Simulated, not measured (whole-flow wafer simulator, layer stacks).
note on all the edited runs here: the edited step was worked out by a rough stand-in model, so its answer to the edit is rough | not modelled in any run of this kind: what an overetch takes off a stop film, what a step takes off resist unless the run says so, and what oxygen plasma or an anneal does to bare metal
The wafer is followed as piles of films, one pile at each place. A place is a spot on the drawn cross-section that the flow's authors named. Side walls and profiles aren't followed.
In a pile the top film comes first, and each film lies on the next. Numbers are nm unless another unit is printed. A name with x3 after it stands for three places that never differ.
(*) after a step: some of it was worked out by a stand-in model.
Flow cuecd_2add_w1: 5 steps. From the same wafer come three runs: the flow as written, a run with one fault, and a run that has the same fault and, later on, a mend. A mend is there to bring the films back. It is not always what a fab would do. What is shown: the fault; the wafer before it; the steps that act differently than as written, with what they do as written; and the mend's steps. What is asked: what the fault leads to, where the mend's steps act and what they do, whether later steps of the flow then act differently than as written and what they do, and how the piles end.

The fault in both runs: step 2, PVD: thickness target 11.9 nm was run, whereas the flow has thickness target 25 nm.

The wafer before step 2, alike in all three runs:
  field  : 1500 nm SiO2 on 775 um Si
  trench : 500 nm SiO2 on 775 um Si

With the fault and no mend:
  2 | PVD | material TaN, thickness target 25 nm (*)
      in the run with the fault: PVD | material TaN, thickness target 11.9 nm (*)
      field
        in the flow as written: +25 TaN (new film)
        in the run with the fault: +11.9 TaN (new film)
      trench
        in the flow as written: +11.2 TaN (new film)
        in the run with the fault: +5.35 TaN (new film)
  Later steps of the flow that are run all act as written at every place that is followed, up to a difference of at most 2% or 0.5 nm, whichever is larger.
  At field, trench, the piles at the end differ from the flow's by more than 2% or 0.5 nm, whichever is larger.
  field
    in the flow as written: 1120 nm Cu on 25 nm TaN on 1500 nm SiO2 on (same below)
    in the run with the fault: 1120 nm Cu on 11.9 nm TaN on 1500 nm SiO2 on (same below)
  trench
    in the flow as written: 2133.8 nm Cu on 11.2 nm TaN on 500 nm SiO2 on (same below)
    in the run with the fault: 2126.6 nm Cu on 5.35 nm TaN on 500 nm SiO2 on (same below)

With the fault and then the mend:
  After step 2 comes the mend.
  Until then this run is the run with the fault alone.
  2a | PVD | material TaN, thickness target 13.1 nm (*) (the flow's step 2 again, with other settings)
      field
        +13.1 TaN
      trench
        +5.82 TaN
  Later steps of the flow that are run all act as written at every place that is followed.
  At every place that both follow, the piles at the end match the flow's.
